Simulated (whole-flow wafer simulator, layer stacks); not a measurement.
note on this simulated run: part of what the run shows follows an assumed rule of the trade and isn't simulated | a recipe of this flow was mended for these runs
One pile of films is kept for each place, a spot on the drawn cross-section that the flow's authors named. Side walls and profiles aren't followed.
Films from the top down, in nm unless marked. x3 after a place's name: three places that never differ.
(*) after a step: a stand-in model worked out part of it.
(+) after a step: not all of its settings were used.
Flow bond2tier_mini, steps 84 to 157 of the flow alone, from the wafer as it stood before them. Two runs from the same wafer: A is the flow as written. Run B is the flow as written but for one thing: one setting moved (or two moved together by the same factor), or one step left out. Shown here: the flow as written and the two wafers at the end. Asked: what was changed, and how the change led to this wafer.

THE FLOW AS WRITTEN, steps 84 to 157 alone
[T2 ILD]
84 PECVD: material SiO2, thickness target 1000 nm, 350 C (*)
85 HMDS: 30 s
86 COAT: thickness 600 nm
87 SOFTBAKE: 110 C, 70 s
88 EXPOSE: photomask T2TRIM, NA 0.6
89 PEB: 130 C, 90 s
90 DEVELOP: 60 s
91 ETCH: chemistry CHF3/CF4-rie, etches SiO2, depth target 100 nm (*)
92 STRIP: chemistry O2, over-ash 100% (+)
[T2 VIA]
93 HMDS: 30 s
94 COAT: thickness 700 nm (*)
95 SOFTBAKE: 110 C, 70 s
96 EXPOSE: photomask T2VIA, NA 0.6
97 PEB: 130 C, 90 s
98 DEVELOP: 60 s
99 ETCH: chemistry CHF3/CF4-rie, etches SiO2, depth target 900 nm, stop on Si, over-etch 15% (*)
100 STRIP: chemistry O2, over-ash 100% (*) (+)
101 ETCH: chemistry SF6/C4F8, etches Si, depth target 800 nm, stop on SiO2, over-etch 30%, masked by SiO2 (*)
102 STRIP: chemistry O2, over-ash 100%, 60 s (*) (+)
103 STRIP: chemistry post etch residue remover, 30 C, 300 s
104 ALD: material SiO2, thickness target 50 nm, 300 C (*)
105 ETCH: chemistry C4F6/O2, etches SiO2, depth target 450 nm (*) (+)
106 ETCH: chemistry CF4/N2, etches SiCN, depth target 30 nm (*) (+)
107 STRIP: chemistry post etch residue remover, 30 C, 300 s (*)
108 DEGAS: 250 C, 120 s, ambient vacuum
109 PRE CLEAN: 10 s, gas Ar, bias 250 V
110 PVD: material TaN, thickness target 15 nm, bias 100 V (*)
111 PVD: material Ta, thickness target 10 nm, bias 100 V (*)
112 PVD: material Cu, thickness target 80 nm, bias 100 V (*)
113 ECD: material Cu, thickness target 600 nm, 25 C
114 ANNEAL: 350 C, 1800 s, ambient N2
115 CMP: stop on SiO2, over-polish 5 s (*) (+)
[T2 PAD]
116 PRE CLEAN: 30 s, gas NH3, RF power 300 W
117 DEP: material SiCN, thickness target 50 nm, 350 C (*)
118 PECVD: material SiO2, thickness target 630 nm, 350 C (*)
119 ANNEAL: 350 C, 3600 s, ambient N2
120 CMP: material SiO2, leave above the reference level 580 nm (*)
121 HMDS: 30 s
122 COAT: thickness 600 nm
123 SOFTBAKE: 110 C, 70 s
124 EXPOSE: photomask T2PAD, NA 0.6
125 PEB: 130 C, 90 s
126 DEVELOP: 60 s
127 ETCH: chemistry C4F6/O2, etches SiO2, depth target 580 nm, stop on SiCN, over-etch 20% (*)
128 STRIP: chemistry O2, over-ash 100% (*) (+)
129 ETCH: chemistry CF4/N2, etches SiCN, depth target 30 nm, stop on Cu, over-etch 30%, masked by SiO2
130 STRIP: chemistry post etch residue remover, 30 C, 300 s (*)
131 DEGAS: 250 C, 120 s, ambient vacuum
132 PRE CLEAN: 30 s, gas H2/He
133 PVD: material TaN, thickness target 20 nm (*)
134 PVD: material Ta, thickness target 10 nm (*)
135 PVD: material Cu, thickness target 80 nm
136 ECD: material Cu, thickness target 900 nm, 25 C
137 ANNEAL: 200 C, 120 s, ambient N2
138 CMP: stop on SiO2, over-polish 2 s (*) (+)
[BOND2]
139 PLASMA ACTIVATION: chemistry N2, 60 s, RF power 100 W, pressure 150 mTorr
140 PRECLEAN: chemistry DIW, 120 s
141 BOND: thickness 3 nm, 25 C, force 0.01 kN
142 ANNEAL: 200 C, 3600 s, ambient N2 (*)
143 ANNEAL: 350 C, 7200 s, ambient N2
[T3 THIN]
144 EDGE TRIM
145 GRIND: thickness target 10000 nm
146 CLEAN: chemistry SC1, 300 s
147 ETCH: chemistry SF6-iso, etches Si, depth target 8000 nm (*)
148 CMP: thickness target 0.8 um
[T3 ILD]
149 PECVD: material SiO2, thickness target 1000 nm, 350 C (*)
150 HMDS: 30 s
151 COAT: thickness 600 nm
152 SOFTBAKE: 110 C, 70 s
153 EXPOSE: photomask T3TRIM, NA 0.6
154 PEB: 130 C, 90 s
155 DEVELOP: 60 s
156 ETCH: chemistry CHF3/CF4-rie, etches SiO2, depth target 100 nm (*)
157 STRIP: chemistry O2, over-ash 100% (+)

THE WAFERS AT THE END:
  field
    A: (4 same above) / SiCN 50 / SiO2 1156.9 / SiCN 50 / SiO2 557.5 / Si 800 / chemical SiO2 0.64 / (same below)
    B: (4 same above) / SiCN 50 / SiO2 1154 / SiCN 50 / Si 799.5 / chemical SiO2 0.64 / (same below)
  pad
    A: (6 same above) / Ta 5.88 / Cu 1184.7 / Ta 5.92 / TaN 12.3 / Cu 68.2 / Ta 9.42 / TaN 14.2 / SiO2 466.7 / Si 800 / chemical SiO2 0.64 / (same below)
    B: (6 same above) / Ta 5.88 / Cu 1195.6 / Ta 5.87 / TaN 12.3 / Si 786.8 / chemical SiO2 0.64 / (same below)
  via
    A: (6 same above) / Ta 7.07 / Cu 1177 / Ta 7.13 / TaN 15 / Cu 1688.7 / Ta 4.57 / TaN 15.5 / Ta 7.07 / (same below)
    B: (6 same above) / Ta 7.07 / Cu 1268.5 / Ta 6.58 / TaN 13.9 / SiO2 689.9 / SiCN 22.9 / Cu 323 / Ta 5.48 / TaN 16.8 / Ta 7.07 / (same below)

The cause: step 84, PECVD: thickness target 400 nm was run, where the flow has thickness target 1000 nm.

How the change led to this, step by step:
  84 PECVD: material SiO2, thickness target 1000 nm, 350 C (*)
      field, pad, via: A SiO2 +1000 (new film) | B SiO2 +400 (new film)
  99 ETCH: chemistry CHF3/CF4-rie, etches SiO2, depth target 900 nm, stop on Si, over-etch 15% (*)
      field, pad: A thick-KrF-resist -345 | B thick-KrF-resist -115
      via: A SiO2 -900 (all of it), Si -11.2 | B SiO2 -300 (all of it), Si -61.2
  100 STRIP: chemistry O2, over-ash 100% (*) (+)
      field: A thick-KrF-resist -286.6 (all of it) | B thick-KrF-resist -516.6 (all of it)
      pad: A thick-KrF-resist -372.9 (all of it) | B thick-KrF-resist -602.9 (all of it)
  101 ETCH: chemistry SF6/C4F8, etches Si, depth target 800 nm, stop on SiO2, over-etch 30%, masked by SiO2 (*)
      field, pad: A SiO2 -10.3 | B SiO2 -9.6
      via: A Si -788.8 (all of it), chemical SiO2 -0.64 (all of it), SiO2 -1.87 | B Si -738.8 (all of it), chemical SiO2 -0.64 (all of it), SiO2 -2.37
  105 ETCH: chemistry C4F6/O2, etches SiO2, depth target 450 nm (*) (+)
      field: A SiO2 -450 | B SiO2 -440.4 (all of it), Si -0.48
      pad: A SiO2 -450 | B SiO2 -340.4 (all of it), Si -5.48
  106 ETCH: chemistry CF4/N2, etches SiCN, depth target 30 nm (*) (+)
      field, pad: A SiO2 -20 | B nothing
  109 PRE CLEAN: 10 s, gas Ar, bias 250 V
      field, pad: A SiO2 -3 | B nothing
  110 PVD: material TaN, thickness target 15 nm, bias 100 V (*)
      pad: A TaN +14.2 (new film) | B TaN +15 (new film)
      via: A TaN +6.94 | B TaN +8.28
  111 PVD: material Ta, thickness target 10 nm, bias 100 V (*)
      pad: A Ta +9.42 (new film) | B Ta +10 (new film)
      via: A Ta +4.57 (new film) | B Ta +5.48 (new film)
  112 PVD: material Cu, thickness target 80 nm, bias 100 V (*)
      pad: A Cu +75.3 (new film) | B Cu +80 (new film)
      via: A Cu +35 (new film) | B Cu +42.6 (new film)
  113 ECD: material Cu, thickness target 600 nm, 25 C
      pad: A Cu +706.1 | B Cu +605
      via: A Cu +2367 | B Cu +1790
  115 CMP: stop on SiO2, over-polish 5 s (*) (+)
      field: A Cu -680 (all of it), Ta -10 (all of it), TaN -15 (all of it), SiO2 -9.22 | B Cu -680 (all of it), Ta -10 (all of it), TaN -15 (all of it)
      pad: A Cu -711.3 | B Cu -685 (all of it), Ta -10 (all of it), TaN -15 (all of it)
      (and at 1 more place)
  117 DEP: material SiCN, thickness target 50 nm, 350 C (*)
      via: A SiCN +50 (new film) | B SiCN +22.9 (new film)
  118 PECVD: material SiO2, thickness target 630 nm, 350 C (*)
      via: A SiO2 +630 (new film) | B SiO2 +1456.7 (new film)
  120 CMP: material SiO2, leave above the reference level 580 nm (*)
      pad, via: A SiO2 -50 | B SiO2 -45
      field: A SiO2 -47.1 | B SiO2 -50
  127 ETCH: chemistry C4F6/O2, etches SiO2, depth target 580 nm, stop on SiCN, over-etch 20% (*)
      via: A SiO2 -580 (all of it), SiCN -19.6 | B SiO2 -696
      pad: A SiO2 -580 (all of it), SiCN -19.6 | B SiO2 -585 (all of it), SiCN -18.7
  ... 5 more steps ...
  136 ECD: material Cu, thickness target 900 nm, 25 C
      via: A Cu +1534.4 | B Cu +1630.1
Counting metal films that touch as one body, via has 2 bodies (between them, from the top down: SiO2 689.9 / SiCN 22.9); the flow as written gives 1 body.
